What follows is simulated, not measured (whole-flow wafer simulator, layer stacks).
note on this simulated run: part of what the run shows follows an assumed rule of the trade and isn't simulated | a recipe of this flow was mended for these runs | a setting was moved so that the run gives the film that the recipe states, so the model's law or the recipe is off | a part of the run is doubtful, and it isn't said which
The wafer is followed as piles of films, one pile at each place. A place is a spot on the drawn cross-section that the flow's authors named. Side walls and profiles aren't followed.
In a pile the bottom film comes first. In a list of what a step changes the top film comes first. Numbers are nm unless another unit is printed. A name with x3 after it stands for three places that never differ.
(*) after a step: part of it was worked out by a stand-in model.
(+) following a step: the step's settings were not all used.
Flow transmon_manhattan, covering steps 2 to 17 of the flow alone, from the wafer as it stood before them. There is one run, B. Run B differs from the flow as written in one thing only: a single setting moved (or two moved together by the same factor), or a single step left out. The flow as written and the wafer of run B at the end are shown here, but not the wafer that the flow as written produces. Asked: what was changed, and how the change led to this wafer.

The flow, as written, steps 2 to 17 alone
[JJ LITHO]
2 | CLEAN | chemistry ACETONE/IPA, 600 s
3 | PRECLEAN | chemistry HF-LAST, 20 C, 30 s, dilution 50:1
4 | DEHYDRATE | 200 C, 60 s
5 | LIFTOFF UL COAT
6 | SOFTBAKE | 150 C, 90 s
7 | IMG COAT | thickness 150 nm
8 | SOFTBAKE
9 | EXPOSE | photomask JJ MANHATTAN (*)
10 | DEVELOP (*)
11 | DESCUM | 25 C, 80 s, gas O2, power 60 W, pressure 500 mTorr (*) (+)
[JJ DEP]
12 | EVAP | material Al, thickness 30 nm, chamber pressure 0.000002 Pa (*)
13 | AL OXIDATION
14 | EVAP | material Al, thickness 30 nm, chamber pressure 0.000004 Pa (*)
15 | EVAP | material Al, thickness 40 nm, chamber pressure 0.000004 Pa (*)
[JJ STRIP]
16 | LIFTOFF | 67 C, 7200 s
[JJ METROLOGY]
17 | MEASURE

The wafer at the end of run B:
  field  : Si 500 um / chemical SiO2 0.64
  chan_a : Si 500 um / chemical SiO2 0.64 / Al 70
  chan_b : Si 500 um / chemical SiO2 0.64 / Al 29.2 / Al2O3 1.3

The reason: step 3, PRECLEAN: chemistry HF-LAST, 20 C, 30 s, dilution 50:1, was not run.

How this came from the change, step by step:
  (no step that both runs have acts differently)
